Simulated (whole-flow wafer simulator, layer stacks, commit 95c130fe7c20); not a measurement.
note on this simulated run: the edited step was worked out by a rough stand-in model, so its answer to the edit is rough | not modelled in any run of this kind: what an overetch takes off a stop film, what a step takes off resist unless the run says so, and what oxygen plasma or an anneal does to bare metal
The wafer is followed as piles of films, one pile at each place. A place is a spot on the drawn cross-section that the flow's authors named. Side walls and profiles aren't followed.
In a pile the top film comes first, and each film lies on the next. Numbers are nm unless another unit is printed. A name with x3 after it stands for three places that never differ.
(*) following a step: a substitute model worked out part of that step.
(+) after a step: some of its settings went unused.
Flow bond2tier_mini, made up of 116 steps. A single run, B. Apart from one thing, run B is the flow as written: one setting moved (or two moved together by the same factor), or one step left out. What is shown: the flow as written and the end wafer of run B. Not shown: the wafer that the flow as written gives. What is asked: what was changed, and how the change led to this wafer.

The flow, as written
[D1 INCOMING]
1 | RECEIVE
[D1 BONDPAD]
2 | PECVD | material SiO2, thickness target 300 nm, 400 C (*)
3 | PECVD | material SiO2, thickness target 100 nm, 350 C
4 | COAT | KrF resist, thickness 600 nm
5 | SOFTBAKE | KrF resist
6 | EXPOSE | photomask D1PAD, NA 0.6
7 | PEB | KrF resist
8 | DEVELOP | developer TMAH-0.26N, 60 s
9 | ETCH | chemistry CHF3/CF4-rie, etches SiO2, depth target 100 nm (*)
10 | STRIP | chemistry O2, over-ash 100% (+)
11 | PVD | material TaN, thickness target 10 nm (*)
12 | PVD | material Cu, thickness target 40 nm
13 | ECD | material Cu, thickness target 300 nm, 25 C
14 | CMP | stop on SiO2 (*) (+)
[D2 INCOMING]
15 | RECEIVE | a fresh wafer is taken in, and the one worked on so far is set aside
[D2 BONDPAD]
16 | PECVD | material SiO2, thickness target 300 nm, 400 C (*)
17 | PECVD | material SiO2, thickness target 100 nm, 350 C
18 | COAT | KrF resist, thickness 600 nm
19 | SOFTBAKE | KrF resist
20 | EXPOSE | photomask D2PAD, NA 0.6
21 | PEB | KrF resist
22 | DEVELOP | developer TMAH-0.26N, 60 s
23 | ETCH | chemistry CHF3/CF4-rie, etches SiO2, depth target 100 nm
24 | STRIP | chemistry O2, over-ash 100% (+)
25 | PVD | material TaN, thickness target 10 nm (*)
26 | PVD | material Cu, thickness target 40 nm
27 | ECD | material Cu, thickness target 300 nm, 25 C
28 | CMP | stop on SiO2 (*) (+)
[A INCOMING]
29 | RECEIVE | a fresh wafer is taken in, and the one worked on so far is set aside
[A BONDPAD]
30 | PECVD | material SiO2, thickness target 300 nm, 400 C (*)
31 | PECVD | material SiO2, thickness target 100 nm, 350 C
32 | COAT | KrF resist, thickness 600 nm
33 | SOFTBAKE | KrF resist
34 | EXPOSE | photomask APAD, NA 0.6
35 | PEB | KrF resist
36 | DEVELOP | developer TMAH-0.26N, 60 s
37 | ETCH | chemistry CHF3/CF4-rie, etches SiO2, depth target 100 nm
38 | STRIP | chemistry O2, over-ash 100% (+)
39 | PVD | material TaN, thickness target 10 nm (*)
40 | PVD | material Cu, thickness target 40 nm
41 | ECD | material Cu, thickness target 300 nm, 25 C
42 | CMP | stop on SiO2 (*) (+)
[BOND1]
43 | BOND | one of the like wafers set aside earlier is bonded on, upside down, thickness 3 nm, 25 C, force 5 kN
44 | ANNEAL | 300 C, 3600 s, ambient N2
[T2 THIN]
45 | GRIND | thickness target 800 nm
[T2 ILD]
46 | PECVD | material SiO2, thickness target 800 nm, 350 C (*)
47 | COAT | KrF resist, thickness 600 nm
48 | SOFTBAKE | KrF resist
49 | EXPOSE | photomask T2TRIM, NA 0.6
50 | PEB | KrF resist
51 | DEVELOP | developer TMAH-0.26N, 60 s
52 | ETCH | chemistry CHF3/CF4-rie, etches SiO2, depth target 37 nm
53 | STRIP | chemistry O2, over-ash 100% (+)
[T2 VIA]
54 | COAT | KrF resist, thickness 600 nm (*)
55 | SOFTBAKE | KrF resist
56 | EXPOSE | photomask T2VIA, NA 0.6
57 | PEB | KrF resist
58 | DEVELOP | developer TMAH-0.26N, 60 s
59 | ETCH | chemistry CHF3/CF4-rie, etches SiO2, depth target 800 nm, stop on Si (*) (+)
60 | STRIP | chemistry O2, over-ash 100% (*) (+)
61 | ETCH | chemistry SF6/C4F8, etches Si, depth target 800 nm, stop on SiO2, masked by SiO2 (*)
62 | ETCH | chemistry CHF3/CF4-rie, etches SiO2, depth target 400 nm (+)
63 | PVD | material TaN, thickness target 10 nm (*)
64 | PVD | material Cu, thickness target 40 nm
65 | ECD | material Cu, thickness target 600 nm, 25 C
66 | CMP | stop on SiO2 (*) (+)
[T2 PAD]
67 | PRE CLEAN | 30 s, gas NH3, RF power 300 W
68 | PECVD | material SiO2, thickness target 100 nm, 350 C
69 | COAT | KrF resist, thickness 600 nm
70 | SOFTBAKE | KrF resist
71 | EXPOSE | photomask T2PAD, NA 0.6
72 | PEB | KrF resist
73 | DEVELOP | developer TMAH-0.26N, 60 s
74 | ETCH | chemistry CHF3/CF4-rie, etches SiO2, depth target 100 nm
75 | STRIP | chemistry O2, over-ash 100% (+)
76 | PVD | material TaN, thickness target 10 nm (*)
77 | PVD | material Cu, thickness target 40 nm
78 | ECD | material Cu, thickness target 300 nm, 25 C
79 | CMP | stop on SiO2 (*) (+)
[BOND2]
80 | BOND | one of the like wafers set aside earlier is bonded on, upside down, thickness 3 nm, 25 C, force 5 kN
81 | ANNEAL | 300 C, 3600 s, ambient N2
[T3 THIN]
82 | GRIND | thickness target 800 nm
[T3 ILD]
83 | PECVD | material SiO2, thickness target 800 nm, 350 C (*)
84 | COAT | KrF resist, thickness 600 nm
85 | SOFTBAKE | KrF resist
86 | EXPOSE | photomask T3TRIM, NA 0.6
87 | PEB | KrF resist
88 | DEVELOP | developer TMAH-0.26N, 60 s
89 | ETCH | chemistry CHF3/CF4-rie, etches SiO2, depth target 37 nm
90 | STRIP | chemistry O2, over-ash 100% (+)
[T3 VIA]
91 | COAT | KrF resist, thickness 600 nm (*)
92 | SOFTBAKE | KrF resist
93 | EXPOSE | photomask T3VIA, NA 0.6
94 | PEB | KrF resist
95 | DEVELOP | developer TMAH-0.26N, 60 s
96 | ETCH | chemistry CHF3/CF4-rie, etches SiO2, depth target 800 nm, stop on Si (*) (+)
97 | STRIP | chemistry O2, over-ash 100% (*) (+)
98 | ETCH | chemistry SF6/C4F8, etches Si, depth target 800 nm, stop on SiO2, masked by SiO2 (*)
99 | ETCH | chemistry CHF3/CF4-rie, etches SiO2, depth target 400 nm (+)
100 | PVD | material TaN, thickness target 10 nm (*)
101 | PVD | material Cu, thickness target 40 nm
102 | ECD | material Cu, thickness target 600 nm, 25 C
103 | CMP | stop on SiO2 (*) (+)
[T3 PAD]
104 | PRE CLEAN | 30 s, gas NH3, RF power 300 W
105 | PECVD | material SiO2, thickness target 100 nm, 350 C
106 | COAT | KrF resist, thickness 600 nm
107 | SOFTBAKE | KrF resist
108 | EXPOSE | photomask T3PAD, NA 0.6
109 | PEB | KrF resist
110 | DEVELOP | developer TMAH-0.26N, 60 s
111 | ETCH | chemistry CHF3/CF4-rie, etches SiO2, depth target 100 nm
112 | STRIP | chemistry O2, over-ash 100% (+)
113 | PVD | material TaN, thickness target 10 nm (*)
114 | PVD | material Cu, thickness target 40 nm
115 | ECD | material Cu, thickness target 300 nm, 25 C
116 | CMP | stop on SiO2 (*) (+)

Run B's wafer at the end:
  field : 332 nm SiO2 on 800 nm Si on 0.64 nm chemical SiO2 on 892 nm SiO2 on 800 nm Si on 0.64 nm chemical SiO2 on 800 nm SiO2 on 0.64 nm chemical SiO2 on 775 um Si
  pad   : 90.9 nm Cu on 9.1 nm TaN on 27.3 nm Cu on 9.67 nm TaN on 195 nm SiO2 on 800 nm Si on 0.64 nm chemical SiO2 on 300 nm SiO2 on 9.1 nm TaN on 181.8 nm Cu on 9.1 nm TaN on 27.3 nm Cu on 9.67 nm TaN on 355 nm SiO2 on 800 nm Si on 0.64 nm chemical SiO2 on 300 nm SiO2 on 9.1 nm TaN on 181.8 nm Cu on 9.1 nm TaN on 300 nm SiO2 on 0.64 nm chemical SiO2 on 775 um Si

The reason: step 83, PECVD: thickness target 640 nm was run, though the flow has thickness target 800 nm.

The path from the change to this, step by step:
  83 | PECVD | material SiO2, thickness target 800 nm, 350 C (*)
      field, pad: +640 SiO2 (new film) (in the flow as written it would be: +800 SiO2 (new film))
